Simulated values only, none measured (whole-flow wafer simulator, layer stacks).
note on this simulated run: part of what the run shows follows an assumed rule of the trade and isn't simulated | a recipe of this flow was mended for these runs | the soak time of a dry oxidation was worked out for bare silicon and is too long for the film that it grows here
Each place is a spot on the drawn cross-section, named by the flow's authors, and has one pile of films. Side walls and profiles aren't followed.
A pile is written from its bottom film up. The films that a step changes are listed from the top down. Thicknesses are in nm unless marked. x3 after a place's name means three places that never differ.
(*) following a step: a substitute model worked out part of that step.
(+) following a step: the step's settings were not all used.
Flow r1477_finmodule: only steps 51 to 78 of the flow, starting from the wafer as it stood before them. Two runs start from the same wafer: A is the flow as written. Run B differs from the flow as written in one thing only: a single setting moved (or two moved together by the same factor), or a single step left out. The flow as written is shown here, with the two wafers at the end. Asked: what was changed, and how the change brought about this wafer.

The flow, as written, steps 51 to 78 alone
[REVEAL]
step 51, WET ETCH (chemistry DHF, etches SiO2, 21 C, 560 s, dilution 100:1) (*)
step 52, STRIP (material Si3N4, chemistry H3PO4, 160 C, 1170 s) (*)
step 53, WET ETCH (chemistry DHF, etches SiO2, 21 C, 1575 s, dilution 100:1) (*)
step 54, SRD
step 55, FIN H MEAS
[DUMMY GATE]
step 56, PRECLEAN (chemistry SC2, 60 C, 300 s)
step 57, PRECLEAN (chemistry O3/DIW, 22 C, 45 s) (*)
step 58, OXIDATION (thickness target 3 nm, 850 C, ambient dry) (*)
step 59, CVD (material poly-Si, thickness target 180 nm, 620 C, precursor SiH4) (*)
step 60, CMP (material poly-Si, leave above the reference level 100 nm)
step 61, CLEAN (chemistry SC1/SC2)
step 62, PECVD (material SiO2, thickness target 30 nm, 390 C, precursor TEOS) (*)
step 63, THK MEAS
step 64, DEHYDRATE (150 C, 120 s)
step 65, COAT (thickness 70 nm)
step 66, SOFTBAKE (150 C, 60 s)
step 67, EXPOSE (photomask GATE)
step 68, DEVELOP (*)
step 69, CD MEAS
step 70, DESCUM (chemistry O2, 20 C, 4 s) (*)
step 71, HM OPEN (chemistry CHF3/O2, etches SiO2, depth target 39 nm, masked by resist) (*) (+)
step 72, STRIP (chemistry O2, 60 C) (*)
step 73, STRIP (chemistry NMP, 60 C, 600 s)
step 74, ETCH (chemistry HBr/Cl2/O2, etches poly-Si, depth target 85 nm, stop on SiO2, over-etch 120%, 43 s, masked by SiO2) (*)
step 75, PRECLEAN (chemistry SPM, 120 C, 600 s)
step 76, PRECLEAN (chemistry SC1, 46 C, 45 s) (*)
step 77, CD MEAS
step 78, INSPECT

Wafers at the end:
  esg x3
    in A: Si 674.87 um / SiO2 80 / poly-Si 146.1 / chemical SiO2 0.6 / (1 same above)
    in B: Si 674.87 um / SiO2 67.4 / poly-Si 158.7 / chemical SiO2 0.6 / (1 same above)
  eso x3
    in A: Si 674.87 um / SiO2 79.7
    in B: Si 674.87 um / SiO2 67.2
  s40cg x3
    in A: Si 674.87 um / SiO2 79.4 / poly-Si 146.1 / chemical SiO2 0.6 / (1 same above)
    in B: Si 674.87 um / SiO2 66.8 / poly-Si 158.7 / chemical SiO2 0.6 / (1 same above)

Cause: step 53, WET ETCH: 1827 s was run, while the flow as written has 1575 s.

How this came from the change, step by step:
  step 53, WET ETCH (chemistry DHF, etches SiO2, 21 C, 1575 s, dilution 100:1) (*)
      esg x3, e200sg, s40cg x3, s40sg x3, eso x3, e200so, s40co x3, s40so x3: A -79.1 SiO2 | B -91.8 SiO2
      pad, padg: A -85.7 SiO2 | B -99.4 SiO2
  step 59, CVD (material poly-Si, thickness target 180 nm, 620 C, precursor SiH4) (*)
      esg x3, s40cg x3, s40sg x3, eso x3, s40co x3, s40so x3: A +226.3 poly-Si (new film) | B +238.9 poly-Si (new film)
      e200sg, e200so: A +219.2 poly-Si (new film) | B +238.9 poly-Si (new film)
  step 60, CMP (material poly-Si, leave above the reference level 100 nm)
      pad, padg: A -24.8 poly-Si | B -11.1 poly-Si
      e200sg, e200so: A -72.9 poly-Si | B -80 poly-Si
  step 74, ETCH (chemistry HBr/Cl2/O2, etches poly-Si, depth target 85 nm, stop on SiO2, over-etch 120%, 43 s, masked by SiO2) (*)
      eso x3, e200so, s40co x3, s40so x3: A -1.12 chemical SiO2 (all of it), -143.9 poly-Si (all of it), -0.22 SiO2 | B -1.12 chemical SiO2 (all of it), -156.5 poly-Si (all of it), -0.15 SiO2
      pad: A -1.12 chemical SiO2 (all of it), -152.8 poly-Si (all of it), -0.17 SiO2 | B -1.12 chemical SiO2 (all of it), -166.5 poly-Si (all of it), -0.1 SiO2
